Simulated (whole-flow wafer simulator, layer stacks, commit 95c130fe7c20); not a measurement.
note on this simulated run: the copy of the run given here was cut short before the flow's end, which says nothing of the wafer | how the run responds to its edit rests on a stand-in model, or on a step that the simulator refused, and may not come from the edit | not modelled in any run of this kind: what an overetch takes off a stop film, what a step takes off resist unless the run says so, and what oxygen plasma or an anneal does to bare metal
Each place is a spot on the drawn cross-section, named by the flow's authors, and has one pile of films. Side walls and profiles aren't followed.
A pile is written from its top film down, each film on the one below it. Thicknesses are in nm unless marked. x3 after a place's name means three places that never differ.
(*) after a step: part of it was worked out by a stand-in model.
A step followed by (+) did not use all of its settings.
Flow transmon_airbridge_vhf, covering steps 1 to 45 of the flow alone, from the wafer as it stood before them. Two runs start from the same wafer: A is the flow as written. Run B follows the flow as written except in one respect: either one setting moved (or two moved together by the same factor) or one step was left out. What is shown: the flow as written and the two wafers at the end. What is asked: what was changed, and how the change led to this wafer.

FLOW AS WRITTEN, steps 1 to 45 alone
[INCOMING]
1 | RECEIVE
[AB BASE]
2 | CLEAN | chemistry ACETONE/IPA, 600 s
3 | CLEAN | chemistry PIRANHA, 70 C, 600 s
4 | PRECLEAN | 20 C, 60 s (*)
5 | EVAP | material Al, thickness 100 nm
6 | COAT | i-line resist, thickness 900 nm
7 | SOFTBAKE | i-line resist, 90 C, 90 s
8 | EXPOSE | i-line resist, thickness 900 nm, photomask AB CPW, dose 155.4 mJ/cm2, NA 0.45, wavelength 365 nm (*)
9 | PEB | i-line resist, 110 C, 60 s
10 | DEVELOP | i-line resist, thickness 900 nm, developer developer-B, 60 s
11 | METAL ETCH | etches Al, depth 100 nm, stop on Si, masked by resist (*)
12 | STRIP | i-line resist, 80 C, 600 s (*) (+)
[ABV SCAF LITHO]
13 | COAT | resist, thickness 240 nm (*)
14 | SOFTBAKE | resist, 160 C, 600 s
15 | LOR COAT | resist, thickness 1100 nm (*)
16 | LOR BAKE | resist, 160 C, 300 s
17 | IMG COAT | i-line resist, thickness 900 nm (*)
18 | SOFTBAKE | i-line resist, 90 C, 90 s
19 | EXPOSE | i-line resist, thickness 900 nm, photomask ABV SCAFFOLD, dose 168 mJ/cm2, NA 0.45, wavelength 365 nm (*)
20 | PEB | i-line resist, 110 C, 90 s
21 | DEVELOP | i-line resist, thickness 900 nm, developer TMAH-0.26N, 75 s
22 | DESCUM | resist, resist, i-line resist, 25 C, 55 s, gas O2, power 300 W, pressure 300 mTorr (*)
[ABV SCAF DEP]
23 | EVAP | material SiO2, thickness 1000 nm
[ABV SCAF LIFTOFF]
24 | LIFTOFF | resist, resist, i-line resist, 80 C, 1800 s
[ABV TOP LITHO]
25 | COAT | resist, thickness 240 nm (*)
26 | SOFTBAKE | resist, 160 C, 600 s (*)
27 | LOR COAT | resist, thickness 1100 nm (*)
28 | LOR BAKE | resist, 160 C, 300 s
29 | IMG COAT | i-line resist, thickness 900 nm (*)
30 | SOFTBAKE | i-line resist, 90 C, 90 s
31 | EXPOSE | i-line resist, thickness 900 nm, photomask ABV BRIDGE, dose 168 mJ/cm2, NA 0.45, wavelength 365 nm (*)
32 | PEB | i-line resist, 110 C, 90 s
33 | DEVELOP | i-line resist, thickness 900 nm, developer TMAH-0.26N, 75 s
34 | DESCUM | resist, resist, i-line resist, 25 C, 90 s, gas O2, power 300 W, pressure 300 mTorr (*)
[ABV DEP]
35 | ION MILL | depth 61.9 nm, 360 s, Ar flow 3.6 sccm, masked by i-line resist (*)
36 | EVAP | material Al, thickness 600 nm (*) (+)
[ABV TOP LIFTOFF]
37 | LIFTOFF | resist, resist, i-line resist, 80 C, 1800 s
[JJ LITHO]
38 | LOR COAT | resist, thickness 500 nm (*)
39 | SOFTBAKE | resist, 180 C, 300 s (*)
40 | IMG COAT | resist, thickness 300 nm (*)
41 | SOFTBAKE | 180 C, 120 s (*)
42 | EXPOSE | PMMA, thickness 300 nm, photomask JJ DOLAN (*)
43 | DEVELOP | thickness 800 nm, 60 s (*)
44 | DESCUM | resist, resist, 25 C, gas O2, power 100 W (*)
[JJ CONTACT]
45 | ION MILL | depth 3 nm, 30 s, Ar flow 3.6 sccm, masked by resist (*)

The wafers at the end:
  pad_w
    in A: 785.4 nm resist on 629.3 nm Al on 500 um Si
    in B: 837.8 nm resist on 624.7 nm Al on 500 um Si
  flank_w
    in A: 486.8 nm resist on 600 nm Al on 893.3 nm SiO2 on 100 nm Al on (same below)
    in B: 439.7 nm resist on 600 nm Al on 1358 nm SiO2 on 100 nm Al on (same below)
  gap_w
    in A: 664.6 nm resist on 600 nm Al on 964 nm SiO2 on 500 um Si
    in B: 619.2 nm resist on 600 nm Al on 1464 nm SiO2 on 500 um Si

The reason: step 23, EVAP: thickness 1500 nm was run, though the flow has thickness 1000 nm.

How this came from the change, step by step:
  23 | EVAP | material SiO2, thickness 1000 nm
      field x3, jj_line, ground_far and 10 more: A SiO2 gains 1000 (new film) | B SiO2 gains 1500 (new film)
      flank_w, flank_e: A SiO2 gains 929.3 (new film) | B SiO2 gains 1394 (new film)
  24 | LIFTOFF | resist, resist, i-line resist, 80 C, 1800 s
      field x3, jj_line, trace_open_s x2: A SiO2 loses 1000 (all of it), i-line resist loses 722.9 (all of it), resist loses 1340 (all of it) | B SiO2 loses 1500 (all of it), i-line resist loses 722.9 (all of it), resist loses 1340 (all of it)
      pad_w, pad_e: A SiO2 loses 1000 (all of it), i-line resist loses 718 (all of it), resist loses 1330.2 (all of it) | B SiO2 loses 1500 (all of it), i-line resist loses 718 (all of it), resist loses 1330.2 (all of it)
      (also at 1 further place)
  25 | COAT | resist, thickness 240 nm (*)
      flank_w, flank_e: A resist gains 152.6 (new film) | B resist gains 136 (new film)
      gap_w, gap_e: A resist gains 210.7 (new film) | B resist gains 189.9 (new film)
      (also at 6 further places)
  27 | LOR COAT | resist, thickness 1100 nm (*)
      gap_w, gap_e: A resist gains 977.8 | B resist gains 912.5
      margin_s, margin_n: A resist gains 823.4 | B resist gains 716.8
      (also at 6 further places)
  29 | IMG COAT | i-line resist, thickness 900 nm (*)
      gap_w, gap_e: A i-line resist gains 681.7 (new film) | B i-line resist gains 571.1 (new film)
      margin_s, margin_n: A i-line resist gains 603.2 (new film) | B i-line resist gains 447.1 (new film)
      (also at 7 further places)
  32 | PEB | i-line resist, 110 C, 90 s
      pad_w, pad_e: A i-line resist loses 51 | B i-line resist loses 53.4
      flank_w, flank_e: A i-line resist loses 38.3 | B i-line resist loses 33.1
      (also at 7 further places)
  33 | DEVELOP | i-line resist, thickness 900 nm, developer TMAH-0.26N, 75 s
      gap_w, gap_e: A i-line resist loses 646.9 (all of it), resist loses 977.8 | B i-line resist loses 542.1 (all of it), resist loses 912.5
      pad_w: A i-line resist loses 937.2 (all of it), resist loses 1247.8 | B i-line resist loses 979.4 (all of it), resist loses 1325.6
      (also at 5 further places)
  34 | DESCUM | resist, resist, i-line resist, 25 C, 90 s, gas O2, power 300 W, pressure 300 mTorr (*)
      flank_w, flank_e: A resist loses 152.6 (all of it) | B resist loses 136 (all of it)
      gap_w, gap_e: A resist loses 210.7 (all of it) | B resist loses 189.9 (all of it)
      (also at 4 further places)
  37 | LIFTOFF | resist, resist, i-line resist, 80 C, 1800 s
      margin_s, margin_n: A Al loses 600 (all of it), i-line resist loses 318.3 (all of it), resist loses 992 (all of it) | B Al loses 600 (all of it), i-line resist loses 170.4 (all of it), resist loses 858 (all of it)
      ground_far: A Al loses 600 (all of it), i-line resist loses 717.9 (all of it), resist loses 1384.9 (all of it) | B Al loses 600 (all of it), i-line resist loses 779.8 (all of it), resist loses 1397.9 (all of it)
  38 | LOR COAT | resist, thickness 500 nm (*)
      pad_w, pad_e: A resist gains 517 (new film) | B resist gains 551.9 (new film)
      flank_w, flank_e: A resist gains 306.5 (new film) | B resist gains 274.1 (new film)
      (also at 6 further places)
  40 | IMG COAT | resist, thickness 300 nm (*)
      pad_w, pad_e: A resist gains 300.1 | B resist gains 317.7
      flank_w, flank_e: A resist gains 212.1 | B resist gains 197.4
      (also at 6 further places)
